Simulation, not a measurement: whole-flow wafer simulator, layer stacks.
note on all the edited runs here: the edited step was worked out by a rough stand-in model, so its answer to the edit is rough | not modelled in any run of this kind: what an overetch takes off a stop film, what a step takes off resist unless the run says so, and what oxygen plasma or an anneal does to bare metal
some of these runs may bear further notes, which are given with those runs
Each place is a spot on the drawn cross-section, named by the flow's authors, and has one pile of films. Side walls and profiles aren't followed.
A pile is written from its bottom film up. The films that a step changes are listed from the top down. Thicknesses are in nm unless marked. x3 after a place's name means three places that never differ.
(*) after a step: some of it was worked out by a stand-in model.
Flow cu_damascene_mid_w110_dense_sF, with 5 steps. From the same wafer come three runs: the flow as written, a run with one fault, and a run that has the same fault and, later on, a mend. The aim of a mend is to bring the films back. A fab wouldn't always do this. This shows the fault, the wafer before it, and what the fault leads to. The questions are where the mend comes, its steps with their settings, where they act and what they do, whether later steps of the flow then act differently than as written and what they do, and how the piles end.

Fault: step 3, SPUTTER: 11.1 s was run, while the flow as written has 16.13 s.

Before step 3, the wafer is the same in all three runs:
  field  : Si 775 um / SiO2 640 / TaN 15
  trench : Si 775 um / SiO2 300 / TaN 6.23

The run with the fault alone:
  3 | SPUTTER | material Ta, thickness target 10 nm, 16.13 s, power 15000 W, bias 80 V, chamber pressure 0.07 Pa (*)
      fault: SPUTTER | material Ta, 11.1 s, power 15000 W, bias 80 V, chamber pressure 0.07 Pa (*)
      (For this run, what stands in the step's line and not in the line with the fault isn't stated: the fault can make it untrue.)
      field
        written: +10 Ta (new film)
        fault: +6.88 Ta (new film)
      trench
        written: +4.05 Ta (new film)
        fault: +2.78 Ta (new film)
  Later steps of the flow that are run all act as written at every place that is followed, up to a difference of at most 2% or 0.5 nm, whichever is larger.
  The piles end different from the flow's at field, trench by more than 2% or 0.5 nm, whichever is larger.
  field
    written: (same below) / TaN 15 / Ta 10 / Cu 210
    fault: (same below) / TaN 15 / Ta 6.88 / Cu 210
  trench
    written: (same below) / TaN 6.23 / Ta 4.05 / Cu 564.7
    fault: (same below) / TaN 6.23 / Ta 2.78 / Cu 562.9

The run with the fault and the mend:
  The mend stands after step 3.
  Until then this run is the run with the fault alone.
  3a | SPUTTER | material Ta, 5.033 s, power 15000 W, bias 80 V, chamber pressure 0.07 Pa (*) (the flow's step 3 again, with other settings)
      field
        +3.12 Ta
      trench
        +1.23 Ta
  Later steps of the flow that are run all act as written at every place that is followed, up to a difference of at most 2% or 0.5 nm, whichever is larger.
  When the end is reached, the piles differ only a little from the flow's at the places that both follow, at most by 2% or 0.5 nm, whichever is larger.
